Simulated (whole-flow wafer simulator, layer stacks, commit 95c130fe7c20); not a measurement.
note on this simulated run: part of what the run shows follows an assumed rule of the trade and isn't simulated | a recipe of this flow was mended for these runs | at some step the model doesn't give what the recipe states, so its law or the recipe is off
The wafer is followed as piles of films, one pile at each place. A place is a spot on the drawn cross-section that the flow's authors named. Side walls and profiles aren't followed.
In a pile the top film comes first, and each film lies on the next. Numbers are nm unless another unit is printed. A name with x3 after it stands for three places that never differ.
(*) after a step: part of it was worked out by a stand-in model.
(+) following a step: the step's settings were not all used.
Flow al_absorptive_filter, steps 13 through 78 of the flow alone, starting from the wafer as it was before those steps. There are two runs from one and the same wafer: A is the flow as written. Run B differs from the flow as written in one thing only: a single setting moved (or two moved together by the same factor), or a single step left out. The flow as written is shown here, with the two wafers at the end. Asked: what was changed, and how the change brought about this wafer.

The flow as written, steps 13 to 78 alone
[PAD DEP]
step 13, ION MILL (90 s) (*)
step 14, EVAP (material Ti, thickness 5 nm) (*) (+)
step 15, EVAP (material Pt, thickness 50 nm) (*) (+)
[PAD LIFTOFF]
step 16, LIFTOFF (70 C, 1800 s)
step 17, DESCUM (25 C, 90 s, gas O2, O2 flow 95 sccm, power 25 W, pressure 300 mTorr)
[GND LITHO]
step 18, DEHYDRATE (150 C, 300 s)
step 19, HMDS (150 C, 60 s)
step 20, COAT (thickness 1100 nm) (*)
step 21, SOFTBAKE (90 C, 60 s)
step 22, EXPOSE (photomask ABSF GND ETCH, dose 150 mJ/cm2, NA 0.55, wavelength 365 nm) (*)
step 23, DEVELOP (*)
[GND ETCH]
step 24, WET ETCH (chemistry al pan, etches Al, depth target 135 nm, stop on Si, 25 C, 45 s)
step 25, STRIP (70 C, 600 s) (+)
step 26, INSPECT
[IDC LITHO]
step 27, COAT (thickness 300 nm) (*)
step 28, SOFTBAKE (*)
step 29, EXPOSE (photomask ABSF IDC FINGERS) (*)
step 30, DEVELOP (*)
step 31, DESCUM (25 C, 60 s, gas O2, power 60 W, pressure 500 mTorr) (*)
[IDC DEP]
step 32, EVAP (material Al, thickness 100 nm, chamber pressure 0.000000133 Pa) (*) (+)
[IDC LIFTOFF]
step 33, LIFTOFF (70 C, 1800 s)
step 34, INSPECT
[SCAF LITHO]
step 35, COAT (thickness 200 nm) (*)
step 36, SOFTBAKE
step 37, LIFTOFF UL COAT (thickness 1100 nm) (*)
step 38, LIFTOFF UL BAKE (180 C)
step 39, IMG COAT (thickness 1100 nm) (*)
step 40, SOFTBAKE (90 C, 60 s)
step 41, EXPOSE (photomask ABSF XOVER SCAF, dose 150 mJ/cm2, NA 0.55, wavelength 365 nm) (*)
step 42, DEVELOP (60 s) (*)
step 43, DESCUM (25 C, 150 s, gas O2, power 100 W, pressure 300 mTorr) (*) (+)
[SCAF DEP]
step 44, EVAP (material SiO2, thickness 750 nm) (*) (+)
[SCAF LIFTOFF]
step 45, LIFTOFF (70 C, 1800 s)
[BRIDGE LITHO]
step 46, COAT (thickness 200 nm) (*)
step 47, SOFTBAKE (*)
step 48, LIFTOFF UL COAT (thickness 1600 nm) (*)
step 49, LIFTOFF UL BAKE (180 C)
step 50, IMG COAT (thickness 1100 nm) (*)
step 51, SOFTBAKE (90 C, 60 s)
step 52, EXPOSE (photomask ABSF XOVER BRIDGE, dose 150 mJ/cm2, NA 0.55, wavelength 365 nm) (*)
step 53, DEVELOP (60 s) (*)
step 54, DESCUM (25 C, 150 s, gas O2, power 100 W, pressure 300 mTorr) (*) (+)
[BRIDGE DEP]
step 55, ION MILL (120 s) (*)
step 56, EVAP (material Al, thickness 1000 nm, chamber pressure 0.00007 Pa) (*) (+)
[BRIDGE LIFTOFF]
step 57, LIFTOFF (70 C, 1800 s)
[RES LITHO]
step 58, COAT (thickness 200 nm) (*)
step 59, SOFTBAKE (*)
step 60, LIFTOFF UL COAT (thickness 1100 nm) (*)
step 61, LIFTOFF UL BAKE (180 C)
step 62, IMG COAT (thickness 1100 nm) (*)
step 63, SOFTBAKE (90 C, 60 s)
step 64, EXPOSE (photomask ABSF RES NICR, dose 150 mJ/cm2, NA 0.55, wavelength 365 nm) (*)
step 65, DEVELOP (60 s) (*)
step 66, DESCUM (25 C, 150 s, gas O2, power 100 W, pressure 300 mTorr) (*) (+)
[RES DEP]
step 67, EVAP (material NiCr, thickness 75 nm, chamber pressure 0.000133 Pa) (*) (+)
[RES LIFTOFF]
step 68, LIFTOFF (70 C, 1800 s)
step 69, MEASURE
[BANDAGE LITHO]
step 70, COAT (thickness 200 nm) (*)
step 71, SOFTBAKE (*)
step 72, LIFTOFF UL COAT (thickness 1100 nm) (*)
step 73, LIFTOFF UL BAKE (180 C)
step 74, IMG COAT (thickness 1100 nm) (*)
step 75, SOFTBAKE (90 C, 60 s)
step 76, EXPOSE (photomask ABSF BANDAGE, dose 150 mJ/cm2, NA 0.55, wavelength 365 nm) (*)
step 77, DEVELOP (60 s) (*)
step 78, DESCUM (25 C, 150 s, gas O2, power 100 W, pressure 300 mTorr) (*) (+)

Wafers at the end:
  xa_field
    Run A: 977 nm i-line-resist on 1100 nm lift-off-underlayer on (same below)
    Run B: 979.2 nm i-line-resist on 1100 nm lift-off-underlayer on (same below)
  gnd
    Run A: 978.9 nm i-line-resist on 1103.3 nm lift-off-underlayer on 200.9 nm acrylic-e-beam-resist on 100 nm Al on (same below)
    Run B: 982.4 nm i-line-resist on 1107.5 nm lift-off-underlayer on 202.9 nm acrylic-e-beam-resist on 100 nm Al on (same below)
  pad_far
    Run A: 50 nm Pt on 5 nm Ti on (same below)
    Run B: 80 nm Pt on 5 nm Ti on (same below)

The reason: step 15, EVAP: thickness 80 nm was run, whereas the flow has thickness 50 nm.
The wafer itself shows it: pad_far has Pt 80, and step 15 as written asks for 50 nm.

Step by step, how the change led to this:
  step 15, EVAP (material Pt, thickness 50 nm) (*) (+)
      gnd, pad_far, pad_near and 11 more: A Pt gains 50 (new film) | B Pt gains 80 (new film)
  step 16, LIFTOFF (70 C, 1800 s)
      gnd, ledge, res and 9 more: A Pt loses 50 (all of it), Ti loses 5 (all of it), i-line-resist loses 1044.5 (all of it), lift-off-underlayer loses 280 (all of it) | B Pt loses 80 (all of it), Ti loses 5 (all of it), i-line-resist loses 1044.5 (all of it), lift-off-underlayer loses 280 (all of it)
  step 27, COAT (thickness 300 nm) (*)
      pad_far: A e-beam-resist gains 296 (new film) | B e-beam-resist gains 288.4 (new film)
      pad_near: A e-beam-resist gains 288.3 (new film) | B e-beam-resist gains 278.8 (new film)
      (as well as at 1 more place)
  step 33, LIFTOFF (70 C, 1800 s)
      pad_far: A Al loses 100 (all of it), e-beam-resist loses 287 (all of it) | B Al loses 100 (all of it), e-beam-resist loses 279.4 (all of it)
      pad_near: A Al loses 100 (all of it), e-beam-resist loses 279.3 (all of it) | B Al loses 100 (all of it), e-beam-resist loses 269.8 (all of it)
      (as well as at 1 more place)
  step 35, COAT (thickness 200 nm) (*)
      pad_near: A acrylic-e-beam-resist gains 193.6 (new film) | B acrylic-e-beam-resist gains 188.1 (new film)
      ledge: A acrylic-e-beam-resist gains 169.8 (new film) | B acrylic-e-beam-resist gains 180 (new film)
  step 45, LIFTOFF (70 C, 1800 s)
      pad_near: A SiO2 loses 750 (all of it), i-line-resist loses 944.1 (all of it), lift-off-underlayer loses 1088 (all of it), acrylic-e-beam-resist loses 193.6 (all of it) | B SiO2 loses 750 (all of it), i-line-resist loses 938.7 (all of it), lift-off-underlayer loses 1078.2 (all of it), acrylic-e-beam-resist loses 188.1 (all of it)
      ledge: A SiO2 loses 750 (all of it), i-line-resist loses 952.1 (all of it), lift-off-underlayer loses 1114 (all of it), acrylic-e-beam-resist loses 169.8 (all of it) | B SiO2 loses 750 (all of it), i-line-resist loses 949.8 (all of it), lift-off-underlayer loses 1114.6 (all of it), acrylic-e-beam-resist loses 180 (all of it)
  step 46, COAT (thickness 200 nm) (*)
      pad_near: A acrylic-e-beam-resist gains 193.6 (new film) | B acrylic-e-beam-resist gains 188.1 (new film)
      ledge: A acrylic-e-beam-resist gains 169.8 (new film) | B acrylic-e-beam-resist gains 180 (new film)
  step 57, LIFTOFF (70 C, 1800 s)
      pad_near: A Al loses 1000 (all of it), i-line-resist loses 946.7 (all of it), lift-off-underlayer loses 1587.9 (all of it), acrylic-e-beam-resist loses 193.6 (all of it) | B Al loses 1000 (all of it), i-line-resist loses 942.6 (all of it), lift-off-underlayer loses 1576.7 (all of it), acrylic-e-beam-resist loses 188.1 (all of it)
      ledge: A Al loses 1000 (all of it), i-line-resist loses 951.7 (all of it), lift-off-underlayer loses 1617.2 (all of it), acrylic-e-beam-resist loses 169.8 (all of it) | B Al loses 1000 (all of it), i-line-resist loses 949.9 (all of it), lift-off-underlayer loses 1617.5 (all of it), acrylic-e-beam-resist loses 180 (all of it)
  step 58, COAT (thickness 200 nm) (*)
      pad_near: A acrylic-e-beam-resist gains 193.6 (new film) | B acrylic-e-beam-resist gains 188.1 (new film)
      ledge: A acrylic-e-beam-resist gains 169.8 (new film) | B acrylic-e-beam-resist gains 180 (new film)
  step 66, DESCUM (25 C, 150 s, gas O2, power 100 W, pressure 300 mTorr) (*) (+)
      pad_near: A acrylic-e-beam-resist loses 193.6 (all of it) | B acrylic-e-beam-resist loses 188.1 (all of it)
      ledge: A acrylic-e-beam-resist loses 169.8 (all of it) | B acrylic-e-beam-resist loses 180 (all of it)
  step 70, COAT (thickness 200 nm) (*)
      pad_near: A acrylic-e-beam-resist gains 180.9 (new film) | B acrylic-e-beam-resist gains 175.7 (new film)
      ledge: A acrylic-e-beam-resist gains 167 (new film) | B acrylic-e-beam-resist gains 177.1 (new film)
  step 78, DESCUM (25 C, 150 s, gas O2, power 100 W, pressure 300 mTorr) (*) (+)
      pad_near: A acrylic-e-beam-resist loses 180.9 (all of it) | B acrylic-e-beam-resist loses 175.7 (all of it)
